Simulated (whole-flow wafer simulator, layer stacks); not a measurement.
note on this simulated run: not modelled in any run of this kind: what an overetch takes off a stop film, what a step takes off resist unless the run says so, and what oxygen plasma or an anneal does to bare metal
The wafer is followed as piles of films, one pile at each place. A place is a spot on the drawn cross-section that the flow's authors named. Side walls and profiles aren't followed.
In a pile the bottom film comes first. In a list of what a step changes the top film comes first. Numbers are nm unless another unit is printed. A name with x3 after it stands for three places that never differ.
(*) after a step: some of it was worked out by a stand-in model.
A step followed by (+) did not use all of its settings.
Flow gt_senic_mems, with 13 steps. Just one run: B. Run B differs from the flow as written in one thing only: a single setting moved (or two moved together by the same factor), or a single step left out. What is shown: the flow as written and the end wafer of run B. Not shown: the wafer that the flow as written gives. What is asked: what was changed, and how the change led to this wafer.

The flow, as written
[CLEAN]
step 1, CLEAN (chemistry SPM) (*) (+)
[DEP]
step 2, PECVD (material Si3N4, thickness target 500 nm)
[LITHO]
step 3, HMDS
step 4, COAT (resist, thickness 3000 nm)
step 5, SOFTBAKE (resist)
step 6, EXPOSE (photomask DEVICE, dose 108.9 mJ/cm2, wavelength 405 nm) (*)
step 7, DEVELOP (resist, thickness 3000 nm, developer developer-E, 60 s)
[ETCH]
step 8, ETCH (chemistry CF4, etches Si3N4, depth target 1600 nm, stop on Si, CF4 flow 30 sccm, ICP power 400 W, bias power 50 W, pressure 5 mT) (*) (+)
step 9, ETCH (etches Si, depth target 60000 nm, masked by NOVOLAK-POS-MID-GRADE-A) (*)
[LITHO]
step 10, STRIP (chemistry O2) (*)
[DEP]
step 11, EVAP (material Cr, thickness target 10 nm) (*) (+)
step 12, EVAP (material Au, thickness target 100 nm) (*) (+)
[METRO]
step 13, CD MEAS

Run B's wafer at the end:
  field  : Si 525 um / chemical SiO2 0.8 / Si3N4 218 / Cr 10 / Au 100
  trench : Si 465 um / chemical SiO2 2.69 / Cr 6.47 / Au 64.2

The reason: step 2, PECVD: thickness target 218 nm was run, whereas the flow has thickness target 500 nm.
The wafer itself shows it: field has Si3N4 218, and step 2 as written asks for 500 nm.

Step by step, how the change led to this:
  step 2, PECVD (material Si3N4, thickness target 500 nm)
      field, trench: Si3N4 gains 218 (new film) (it would be, as written: Si3N4 gains 500 (new film))
  step 8, ETCH (chemistry CF4, etches Si3N4, depth target 1600 nm, stop on Si, CF4 flow 30 sccm, ICP power 400 W, bias power 50 W, pressure 5 mT) (*) (+)
      field: resist loses 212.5 (it would be, as written: resist loses 400.5)
      trench: Si3N4 loses 218 (all of it), chemical SiO2 loses 0.8 (all of it) (it would be, as written: Si3N4 loses 500 (all of it), chemical SiO2 loses 0.8 (all of it))
  step 10, STRIP (chemistry O2) (*)
      field: resist loses 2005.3 (all of it) (it would be, as written: resist loses 1817.3 (all of it))
